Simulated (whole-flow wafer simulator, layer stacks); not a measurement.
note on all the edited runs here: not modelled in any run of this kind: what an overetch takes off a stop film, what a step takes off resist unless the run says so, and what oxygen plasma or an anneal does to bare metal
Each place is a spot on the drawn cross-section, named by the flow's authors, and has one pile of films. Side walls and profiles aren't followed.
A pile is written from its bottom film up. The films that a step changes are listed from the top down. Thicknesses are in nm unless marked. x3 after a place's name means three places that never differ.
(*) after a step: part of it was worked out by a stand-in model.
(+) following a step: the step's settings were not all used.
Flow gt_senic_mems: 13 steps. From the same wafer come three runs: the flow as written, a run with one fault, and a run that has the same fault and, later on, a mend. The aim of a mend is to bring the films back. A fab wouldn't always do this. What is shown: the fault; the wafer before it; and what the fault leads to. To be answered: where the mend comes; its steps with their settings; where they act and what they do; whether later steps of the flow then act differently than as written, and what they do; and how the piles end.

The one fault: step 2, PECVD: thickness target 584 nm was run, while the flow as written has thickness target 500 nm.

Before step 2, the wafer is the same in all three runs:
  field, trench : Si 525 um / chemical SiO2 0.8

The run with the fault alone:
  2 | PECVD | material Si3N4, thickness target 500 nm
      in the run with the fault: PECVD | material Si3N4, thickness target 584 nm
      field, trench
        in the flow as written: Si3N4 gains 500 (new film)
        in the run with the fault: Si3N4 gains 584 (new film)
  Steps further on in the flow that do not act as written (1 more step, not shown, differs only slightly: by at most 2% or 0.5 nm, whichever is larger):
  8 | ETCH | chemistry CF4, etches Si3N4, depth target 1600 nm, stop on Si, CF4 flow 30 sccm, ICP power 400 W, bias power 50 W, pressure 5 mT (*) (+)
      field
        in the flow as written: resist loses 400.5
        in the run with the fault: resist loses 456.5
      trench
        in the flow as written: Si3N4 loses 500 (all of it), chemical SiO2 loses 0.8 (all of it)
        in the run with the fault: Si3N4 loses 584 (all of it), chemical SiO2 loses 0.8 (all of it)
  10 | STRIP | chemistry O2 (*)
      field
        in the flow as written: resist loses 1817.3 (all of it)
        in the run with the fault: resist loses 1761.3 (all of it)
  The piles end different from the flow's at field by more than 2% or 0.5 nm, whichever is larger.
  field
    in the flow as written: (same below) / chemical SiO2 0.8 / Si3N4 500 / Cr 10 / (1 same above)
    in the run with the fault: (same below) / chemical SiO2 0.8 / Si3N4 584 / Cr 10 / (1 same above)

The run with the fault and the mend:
  After step 2 comes the mend.
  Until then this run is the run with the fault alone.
  2a | ETCH | chemistry h3po4, depth target 84 nm
      field, trench
        Si3N4 loses 84
  Every later step of the flow that is run acts as written at every place that is followed.
  The piles end the same as the flow's at every place that both follow.
